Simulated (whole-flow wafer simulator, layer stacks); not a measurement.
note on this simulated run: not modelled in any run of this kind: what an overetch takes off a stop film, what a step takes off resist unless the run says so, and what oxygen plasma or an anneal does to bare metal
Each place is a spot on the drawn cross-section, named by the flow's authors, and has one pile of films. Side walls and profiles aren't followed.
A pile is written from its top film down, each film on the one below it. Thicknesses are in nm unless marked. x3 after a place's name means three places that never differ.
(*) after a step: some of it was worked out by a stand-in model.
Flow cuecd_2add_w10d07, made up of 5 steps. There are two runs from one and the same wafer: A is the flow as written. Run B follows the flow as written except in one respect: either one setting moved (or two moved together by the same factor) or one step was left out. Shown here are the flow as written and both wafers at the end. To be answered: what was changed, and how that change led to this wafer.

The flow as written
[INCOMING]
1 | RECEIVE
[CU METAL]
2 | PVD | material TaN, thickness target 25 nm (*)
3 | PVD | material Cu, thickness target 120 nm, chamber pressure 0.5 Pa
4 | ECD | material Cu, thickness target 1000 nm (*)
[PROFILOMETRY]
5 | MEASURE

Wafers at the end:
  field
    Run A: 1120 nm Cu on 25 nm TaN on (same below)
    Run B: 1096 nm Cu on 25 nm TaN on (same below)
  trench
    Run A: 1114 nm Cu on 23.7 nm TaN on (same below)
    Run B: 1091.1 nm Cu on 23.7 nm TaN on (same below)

What caused this: step 3, PVD: thickness target 96 nm was run, whereas the flow has thickness target 120 nm.

Step by step, how the change led to this:
  3 | PVD | material Cu, thickness target 120 nm, chamber pressure 0.5 Pa
      field: A +120 Cu (new film) | B +96 Cu (new film)
      trench: A +114 Cu (new film) | B +91.1 Cu (new film)
